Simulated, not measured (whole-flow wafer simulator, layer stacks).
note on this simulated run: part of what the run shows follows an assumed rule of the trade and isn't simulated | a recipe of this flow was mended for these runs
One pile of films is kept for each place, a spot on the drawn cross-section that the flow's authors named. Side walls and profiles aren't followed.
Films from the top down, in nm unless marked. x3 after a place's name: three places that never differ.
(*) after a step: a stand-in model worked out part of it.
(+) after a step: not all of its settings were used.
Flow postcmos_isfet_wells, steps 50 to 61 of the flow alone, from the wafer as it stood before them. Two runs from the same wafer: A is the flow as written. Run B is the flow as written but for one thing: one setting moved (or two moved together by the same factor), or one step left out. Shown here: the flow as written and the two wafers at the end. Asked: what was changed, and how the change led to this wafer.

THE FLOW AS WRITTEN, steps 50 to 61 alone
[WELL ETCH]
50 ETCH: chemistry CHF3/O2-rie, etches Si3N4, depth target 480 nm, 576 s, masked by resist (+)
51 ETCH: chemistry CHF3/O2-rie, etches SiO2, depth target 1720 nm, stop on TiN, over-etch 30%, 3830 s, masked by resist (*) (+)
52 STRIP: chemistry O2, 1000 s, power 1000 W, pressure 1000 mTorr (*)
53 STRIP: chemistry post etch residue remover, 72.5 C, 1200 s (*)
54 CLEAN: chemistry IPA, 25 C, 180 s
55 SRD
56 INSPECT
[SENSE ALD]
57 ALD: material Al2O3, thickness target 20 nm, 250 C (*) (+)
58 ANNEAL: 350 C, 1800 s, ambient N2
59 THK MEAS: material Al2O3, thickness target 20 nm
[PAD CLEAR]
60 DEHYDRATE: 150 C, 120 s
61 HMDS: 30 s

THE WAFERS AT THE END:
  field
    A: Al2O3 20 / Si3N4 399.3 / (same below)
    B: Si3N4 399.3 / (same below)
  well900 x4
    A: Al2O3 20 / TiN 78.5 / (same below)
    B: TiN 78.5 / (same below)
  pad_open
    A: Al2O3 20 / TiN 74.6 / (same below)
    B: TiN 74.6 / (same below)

The cause: step 57, ALD: material Al2O3, thickness target 20 nm, 250 C (*) (+), was left out.

How the change led to this, step by step:
  (no step that both runs have acts differently)
